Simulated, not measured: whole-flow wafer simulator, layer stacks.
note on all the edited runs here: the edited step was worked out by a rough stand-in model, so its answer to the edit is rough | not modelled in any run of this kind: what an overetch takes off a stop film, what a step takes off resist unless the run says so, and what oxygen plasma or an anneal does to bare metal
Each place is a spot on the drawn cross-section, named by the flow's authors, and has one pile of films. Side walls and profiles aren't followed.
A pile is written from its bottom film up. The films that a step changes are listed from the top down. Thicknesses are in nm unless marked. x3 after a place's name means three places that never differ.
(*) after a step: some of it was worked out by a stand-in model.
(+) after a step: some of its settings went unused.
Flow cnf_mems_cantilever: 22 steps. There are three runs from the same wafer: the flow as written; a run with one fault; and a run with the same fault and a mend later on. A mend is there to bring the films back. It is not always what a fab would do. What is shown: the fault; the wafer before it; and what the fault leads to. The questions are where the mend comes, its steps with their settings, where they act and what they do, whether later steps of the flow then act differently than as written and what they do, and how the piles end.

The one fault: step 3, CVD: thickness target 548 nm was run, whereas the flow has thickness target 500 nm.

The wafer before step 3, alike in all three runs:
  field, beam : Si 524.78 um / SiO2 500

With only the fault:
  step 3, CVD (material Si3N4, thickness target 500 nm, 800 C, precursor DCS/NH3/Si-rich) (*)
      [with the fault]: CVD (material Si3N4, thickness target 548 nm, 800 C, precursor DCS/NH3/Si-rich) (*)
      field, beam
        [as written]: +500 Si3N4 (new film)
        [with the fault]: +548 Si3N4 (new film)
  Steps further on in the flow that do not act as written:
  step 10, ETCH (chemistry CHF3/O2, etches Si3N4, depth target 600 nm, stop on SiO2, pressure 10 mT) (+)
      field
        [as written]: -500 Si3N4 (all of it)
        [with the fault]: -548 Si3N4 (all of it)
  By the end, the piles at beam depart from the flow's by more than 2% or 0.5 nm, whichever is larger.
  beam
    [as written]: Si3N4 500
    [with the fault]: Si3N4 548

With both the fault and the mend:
  The mend follows step 3.
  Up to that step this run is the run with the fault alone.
  step 3a, ETCH (chemistry h3po4, depth target 48 nm)
      field, beam
        -48 Si3N4
  Later steps of the flow that are run all act as written at every place that is followed.
  The piles end the same as the flow's at every place that both follow.
